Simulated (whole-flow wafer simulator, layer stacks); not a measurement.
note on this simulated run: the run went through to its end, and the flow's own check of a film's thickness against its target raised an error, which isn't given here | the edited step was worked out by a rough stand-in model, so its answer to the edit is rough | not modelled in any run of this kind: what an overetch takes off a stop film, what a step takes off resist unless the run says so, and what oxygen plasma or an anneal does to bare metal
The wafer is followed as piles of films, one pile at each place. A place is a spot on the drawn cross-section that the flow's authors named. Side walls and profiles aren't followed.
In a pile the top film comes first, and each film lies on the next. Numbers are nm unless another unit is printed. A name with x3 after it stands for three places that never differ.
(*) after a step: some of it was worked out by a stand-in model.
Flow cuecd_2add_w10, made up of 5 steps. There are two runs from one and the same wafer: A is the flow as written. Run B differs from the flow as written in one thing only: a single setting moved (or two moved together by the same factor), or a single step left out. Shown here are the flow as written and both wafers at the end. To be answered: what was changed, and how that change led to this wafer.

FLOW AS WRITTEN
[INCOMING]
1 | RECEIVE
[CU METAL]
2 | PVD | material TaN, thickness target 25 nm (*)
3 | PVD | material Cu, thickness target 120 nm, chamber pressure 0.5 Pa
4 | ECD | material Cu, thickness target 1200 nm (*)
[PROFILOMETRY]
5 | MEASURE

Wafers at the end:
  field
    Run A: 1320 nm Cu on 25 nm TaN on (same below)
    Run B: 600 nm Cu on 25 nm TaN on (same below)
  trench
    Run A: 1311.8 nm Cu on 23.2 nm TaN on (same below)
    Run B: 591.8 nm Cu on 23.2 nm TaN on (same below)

Cause: step 4, ECD: thickness target 480 nm was run, whereas the flow has thickness target 1200 nm.

The path from the change to this, step by step:
  4 | ECD | material Cu, thickness target 1200 nm (*)
      field, trench: A +1200 Cu | B +480 Cu
